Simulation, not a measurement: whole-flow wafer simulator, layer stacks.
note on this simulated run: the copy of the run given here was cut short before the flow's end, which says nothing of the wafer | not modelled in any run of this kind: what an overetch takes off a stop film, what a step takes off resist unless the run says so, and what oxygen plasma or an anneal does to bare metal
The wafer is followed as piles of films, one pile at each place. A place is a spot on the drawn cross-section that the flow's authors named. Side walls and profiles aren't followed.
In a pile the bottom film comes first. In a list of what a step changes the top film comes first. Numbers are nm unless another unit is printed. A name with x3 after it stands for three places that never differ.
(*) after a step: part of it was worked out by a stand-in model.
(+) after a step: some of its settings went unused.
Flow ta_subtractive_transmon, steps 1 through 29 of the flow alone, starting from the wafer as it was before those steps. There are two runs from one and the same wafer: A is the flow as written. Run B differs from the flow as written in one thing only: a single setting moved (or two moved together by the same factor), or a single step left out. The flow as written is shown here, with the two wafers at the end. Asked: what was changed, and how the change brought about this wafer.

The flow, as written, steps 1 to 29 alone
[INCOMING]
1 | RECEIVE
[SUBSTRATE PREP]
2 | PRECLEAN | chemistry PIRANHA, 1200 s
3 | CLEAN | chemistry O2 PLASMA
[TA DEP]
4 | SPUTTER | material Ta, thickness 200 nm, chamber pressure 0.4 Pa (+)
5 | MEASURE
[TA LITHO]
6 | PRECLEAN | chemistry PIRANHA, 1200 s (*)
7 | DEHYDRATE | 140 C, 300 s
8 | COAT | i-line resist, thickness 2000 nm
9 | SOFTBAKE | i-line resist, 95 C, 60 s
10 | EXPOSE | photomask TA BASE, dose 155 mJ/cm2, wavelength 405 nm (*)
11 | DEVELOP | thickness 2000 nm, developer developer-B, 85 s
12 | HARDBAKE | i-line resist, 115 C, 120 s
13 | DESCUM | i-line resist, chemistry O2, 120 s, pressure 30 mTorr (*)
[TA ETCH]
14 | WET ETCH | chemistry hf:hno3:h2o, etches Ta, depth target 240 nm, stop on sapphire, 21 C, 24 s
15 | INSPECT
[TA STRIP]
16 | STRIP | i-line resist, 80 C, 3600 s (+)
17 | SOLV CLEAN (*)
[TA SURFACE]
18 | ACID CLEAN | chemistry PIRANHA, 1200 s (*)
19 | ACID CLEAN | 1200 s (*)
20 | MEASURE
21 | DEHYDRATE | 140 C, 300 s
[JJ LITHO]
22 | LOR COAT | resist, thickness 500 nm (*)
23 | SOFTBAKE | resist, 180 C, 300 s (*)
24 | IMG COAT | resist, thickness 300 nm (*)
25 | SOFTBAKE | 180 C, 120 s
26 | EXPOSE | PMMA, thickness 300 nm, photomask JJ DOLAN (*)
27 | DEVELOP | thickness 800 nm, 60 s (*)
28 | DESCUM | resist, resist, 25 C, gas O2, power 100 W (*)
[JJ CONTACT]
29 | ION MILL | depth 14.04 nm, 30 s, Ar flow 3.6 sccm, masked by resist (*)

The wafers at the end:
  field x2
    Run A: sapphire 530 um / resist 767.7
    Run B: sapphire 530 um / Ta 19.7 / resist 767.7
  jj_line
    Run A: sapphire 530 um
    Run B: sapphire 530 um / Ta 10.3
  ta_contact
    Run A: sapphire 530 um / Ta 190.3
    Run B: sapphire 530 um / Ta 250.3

What caused this: step 4, SPUTTER: thickness 260 nm was run, though the flow has thickness 200 nm.

How this came from the change, step by step:
  4 | SPUTTER | material Ta, thickness 200 nm, chamber pressure 0.4 Pa (+)
      field x2, jj_line, lead, ta_contact, ta_pad: A Ta gains 200 (new film) | B Ta gains 260 (new film)
  14 | WET ETCH | chemistry hf:hno3:h2o, etches Ta, depth target 240 nm, stop on sapphire, 21 C, 24 s
      field x2, jj_line, lead: A Ta loses 200 (all of it) | B Ta loses 240
  22 | LOR COAT | resist, thickness 500 nm (*)
      ta_contact: A resist gains 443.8 (new film) | B resist gains 433.7 (new film)
  29 | ION MILL | depth 14.04 nm, 30 s, Ar flow 3.6 sccm, masked by resist (*)
      jj_line, lead: A sapphire loses 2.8 | B Ta loses 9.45
If metal films that touch count as one body, field x2 has 1 body; the flow as written gives 0 bodies.
If metal films that touch count as one body, jj_line has 1 body; the flow as written gives 0 bodies.
